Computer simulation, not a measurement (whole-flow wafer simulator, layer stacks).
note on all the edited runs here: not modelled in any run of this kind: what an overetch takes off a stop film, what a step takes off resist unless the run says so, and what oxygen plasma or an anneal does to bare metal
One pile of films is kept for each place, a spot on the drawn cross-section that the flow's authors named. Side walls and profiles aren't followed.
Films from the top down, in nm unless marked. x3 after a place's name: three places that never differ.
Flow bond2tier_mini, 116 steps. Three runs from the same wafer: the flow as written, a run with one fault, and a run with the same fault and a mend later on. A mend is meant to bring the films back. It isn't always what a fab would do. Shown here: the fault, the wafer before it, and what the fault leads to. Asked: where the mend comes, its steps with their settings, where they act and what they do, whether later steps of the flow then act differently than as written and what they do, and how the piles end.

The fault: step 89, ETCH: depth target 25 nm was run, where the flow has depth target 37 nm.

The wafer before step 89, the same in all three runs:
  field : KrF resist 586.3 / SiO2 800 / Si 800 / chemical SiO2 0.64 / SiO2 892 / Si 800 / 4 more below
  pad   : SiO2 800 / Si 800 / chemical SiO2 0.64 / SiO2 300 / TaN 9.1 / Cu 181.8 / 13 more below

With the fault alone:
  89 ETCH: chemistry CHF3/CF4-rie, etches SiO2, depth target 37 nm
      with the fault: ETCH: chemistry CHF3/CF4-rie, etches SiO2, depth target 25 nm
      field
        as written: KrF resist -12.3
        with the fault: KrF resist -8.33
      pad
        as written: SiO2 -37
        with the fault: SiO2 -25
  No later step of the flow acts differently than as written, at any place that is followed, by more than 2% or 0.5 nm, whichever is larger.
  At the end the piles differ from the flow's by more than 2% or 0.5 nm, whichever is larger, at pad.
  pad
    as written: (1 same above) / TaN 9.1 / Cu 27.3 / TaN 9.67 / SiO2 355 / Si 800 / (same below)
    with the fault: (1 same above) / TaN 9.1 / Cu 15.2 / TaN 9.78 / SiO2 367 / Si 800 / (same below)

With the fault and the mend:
  The mend comes after step 89.
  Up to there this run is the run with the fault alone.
  89a ETCH: chemistry CHF3/CF4-rie, etches SiO2, depth target 12 nm (the flow's step 89 once more, with other settings)
      field
        KrF resist -4
      pad
        SiO2 -12
  No later step of the flow acts differently than as written at any place that is followed.
  At the end the piles are the same as the flow's at every place that both follow.
